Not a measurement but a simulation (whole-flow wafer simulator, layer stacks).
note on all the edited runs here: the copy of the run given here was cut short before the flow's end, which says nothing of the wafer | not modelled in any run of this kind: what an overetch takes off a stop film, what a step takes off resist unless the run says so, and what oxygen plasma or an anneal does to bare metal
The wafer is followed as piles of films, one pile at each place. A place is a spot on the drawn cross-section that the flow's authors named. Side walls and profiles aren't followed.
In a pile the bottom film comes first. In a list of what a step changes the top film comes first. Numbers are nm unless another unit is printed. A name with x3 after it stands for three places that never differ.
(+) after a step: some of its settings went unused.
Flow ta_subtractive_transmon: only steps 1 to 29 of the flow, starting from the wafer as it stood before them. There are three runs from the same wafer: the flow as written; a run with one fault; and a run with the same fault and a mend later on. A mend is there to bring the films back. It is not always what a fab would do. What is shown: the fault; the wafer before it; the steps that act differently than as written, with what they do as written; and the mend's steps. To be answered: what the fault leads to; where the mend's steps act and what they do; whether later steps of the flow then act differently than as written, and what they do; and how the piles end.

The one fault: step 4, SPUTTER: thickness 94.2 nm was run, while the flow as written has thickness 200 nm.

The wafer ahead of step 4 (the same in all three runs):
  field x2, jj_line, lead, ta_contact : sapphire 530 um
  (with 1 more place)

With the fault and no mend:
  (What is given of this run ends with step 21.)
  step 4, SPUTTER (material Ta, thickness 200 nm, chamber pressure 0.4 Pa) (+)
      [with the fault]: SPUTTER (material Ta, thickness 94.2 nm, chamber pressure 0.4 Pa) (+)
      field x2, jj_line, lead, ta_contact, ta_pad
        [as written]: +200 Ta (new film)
        [with the fault]: +94.2 Ta (new film)
  Steps further on in the flow that do not act as written:
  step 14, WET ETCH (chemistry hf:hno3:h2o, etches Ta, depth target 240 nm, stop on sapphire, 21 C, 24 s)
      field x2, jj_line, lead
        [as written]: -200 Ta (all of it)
        [with the fault]: -94.2 Ta (all of it)
  The piles after step 21 differ from the flow's at ta_contact, ta_pad by more than 2% or 0.5 nm, whichever is larger.
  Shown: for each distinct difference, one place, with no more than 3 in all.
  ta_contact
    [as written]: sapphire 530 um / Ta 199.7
    [with the fault]: sapphire 530 um / Ta 93.9

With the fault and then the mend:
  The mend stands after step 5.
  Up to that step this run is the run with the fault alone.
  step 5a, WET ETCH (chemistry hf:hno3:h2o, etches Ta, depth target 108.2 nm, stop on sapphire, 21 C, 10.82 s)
      field x2, jj_line, lead, ta_contact, ta_pad
        -94.2 Ta (all of it)
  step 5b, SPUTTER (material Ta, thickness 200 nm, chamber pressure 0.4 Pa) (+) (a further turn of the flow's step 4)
      field x2, jj_line, lead, ta_contact, ta_pad
        +200 Ta (new film)
  None of the later steps of the flow acts differently than as written at any place that is followed.
  The piles end the same as the flow's at every place that both follow.
